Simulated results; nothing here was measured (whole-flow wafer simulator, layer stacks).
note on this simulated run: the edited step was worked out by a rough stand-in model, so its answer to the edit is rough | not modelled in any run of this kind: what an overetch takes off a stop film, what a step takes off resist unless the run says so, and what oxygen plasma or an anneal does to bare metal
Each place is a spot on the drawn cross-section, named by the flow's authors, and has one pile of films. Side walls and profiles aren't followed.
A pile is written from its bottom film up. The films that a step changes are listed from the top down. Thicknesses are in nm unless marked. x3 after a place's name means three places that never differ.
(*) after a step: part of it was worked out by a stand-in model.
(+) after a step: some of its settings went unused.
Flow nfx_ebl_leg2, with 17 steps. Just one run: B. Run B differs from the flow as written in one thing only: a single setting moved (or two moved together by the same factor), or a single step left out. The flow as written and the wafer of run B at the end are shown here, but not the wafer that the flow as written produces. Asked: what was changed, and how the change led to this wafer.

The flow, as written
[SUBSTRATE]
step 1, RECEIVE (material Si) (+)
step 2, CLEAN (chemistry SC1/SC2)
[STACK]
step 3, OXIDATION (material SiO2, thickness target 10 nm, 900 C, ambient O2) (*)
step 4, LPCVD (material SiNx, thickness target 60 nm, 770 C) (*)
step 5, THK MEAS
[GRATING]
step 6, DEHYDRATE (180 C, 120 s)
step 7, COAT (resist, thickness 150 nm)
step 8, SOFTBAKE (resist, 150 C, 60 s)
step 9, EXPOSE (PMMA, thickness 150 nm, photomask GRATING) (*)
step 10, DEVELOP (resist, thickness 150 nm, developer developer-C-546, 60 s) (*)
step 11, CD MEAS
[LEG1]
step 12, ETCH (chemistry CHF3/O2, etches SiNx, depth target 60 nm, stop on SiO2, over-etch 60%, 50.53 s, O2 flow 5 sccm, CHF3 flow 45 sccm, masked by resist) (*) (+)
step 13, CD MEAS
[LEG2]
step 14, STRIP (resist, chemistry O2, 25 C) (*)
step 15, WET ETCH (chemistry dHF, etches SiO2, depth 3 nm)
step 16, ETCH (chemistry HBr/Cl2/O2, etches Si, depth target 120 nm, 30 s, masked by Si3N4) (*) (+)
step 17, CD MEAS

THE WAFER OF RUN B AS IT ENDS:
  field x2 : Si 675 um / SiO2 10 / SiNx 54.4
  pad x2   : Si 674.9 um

Cause: step 16, ETCH: depth target 99 nm was run, while the flow as written has depth target 120 nm; step 16, ETCH: 24.8 s was run, where the flow has 30 s.

The path from the change to this, step by step:
  step 16, ETCH (chemistry HBr/Cl2/O2, etches Si, depth target 120 nm, 30 s, masked by Si3N4) (*) (+)
      field x2: SiNx loses 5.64 (in the flow as written it would be: SiNx loses 6.82)
      pad x2: Si loses 99 (in the flow as written it would be: Si loses 120)
